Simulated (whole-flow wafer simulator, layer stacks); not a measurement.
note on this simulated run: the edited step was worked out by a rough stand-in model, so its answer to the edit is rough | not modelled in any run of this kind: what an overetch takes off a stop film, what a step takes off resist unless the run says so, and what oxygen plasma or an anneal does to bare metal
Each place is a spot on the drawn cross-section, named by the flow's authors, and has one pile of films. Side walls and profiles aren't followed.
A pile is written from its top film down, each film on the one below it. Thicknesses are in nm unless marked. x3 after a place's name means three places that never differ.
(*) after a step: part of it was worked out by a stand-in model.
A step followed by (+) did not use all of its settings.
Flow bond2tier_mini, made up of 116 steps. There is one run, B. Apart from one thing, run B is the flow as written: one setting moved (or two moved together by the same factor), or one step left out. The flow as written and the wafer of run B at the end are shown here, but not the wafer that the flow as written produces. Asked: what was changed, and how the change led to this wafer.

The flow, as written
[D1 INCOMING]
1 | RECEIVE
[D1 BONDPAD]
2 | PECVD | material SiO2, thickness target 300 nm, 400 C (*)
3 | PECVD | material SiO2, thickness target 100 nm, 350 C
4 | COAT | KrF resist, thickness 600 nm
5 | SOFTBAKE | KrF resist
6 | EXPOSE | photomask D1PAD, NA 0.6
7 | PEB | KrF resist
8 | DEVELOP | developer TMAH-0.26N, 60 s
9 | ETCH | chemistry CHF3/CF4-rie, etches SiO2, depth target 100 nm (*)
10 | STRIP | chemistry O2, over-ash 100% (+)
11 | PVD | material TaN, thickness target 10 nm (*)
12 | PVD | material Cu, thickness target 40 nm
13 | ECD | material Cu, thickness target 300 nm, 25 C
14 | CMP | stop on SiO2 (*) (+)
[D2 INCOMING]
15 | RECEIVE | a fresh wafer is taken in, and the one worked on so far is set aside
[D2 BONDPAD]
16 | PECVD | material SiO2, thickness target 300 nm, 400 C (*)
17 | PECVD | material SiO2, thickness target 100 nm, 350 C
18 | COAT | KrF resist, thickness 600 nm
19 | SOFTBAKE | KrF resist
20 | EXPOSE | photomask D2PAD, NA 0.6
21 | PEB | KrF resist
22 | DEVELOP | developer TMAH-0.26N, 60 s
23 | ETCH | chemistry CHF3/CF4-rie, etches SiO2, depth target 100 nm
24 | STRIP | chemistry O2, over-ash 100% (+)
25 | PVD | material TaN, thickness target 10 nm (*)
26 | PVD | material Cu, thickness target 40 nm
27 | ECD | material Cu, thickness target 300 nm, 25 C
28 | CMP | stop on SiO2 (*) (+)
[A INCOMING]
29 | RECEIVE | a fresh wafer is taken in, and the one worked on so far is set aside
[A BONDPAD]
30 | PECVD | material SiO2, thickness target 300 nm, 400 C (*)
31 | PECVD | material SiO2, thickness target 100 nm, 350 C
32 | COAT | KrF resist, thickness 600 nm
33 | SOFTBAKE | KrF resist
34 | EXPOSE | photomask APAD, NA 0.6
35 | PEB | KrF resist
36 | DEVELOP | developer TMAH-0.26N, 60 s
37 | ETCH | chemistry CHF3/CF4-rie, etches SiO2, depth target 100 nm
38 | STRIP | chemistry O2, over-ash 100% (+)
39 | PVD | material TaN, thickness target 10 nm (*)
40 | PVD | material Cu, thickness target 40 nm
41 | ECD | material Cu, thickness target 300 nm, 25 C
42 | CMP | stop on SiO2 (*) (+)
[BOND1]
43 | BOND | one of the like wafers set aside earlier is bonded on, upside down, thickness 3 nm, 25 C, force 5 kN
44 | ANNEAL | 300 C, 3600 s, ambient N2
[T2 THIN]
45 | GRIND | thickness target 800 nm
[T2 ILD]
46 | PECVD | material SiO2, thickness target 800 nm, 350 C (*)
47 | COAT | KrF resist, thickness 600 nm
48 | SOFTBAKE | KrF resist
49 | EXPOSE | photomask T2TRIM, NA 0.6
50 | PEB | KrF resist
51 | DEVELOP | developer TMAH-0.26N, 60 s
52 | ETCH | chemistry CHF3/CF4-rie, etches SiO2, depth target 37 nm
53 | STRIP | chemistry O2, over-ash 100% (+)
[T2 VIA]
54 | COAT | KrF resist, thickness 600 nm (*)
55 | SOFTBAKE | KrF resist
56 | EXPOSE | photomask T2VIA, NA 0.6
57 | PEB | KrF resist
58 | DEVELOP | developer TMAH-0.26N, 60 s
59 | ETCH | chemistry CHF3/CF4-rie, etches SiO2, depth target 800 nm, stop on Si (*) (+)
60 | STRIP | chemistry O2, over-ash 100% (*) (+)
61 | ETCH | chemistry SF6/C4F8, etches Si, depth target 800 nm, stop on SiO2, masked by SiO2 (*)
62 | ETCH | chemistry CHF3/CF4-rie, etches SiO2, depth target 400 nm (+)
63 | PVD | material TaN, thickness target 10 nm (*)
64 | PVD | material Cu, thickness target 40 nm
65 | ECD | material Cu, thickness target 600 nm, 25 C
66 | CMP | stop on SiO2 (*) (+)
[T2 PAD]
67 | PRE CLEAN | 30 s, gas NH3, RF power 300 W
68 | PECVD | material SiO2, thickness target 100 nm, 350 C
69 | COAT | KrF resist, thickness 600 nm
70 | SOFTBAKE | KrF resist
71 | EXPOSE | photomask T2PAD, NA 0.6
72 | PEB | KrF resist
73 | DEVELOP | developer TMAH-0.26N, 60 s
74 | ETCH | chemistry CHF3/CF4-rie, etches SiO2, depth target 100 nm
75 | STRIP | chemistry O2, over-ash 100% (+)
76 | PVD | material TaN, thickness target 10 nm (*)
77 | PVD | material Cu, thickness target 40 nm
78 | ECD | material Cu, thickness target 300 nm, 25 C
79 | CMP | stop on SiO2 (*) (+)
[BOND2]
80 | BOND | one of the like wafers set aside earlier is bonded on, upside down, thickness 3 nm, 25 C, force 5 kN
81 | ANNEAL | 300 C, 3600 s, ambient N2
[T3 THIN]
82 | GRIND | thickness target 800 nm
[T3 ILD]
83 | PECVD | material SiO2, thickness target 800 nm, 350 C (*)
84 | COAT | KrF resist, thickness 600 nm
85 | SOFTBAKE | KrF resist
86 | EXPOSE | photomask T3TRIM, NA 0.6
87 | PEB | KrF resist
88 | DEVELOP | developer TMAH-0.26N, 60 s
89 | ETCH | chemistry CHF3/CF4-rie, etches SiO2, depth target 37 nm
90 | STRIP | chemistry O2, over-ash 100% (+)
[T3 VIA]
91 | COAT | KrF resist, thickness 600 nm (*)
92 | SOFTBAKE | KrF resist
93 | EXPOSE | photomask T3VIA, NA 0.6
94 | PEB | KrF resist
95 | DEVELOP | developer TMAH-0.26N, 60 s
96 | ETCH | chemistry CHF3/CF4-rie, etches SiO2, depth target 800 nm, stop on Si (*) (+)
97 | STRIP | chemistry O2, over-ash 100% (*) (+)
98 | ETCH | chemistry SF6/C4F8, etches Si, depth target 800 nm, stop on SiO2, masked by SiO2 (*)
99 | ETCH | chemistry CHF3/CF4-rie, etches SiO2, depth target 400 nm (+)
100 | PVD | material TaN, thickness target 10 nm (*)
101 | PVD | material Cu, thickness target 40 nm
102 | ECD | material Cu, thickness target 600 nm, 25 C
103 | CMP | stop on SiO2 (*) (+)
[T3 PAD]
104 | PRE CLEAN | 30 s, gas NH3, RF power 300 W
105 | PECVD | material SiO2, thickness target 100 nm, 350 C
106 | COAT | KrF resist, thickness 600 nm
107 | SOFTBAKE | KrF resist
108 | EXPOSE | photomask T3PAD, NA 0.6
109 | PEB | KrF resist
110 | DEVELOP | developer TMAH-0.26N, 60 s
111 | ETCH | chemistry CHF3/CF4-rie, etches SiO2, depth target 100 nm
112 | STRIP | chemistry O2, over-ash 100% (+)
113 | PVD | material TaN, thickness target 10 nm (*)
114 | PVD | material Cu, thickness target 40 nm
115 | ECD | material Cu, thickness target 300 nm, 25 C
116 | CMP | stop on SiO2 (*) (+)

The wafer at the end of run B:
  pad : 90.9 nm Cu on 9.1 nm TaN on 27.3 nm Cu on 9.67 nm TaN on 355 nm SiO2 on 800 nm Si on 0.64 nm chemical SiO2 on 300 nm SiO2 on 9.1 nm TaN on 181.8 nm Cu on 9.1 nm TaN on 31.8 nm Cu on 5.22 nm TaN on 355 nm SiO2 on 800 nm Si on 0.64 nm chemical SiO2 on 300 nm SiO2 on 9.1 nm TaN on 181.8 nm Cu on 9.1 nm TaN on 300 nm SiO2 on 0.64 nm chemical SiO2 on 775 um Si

Cause: step 63, PVD: thickness target 5.4 nm was run, while the flow as written has thickness target 10 nm.

How this came from the change, step by step:
  63 | PVD | material TaN, thickness target 10 nm (*)
      field: TaN gains 5.4 (new film) (as written it would have been: TaN gains 10 (new film))
      pad: TaN gains 5.22 (new film) (as written it would have been: TaN gains 9.67 (new film))
  66 | CMP | stop on SiO2 (*) (+)
      field: Cu loses 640 (all of it), TaN loses 5.4 (all of it) (as written it would have been: Cu loses 640 (all of it), TaN loses 10 (all of it))
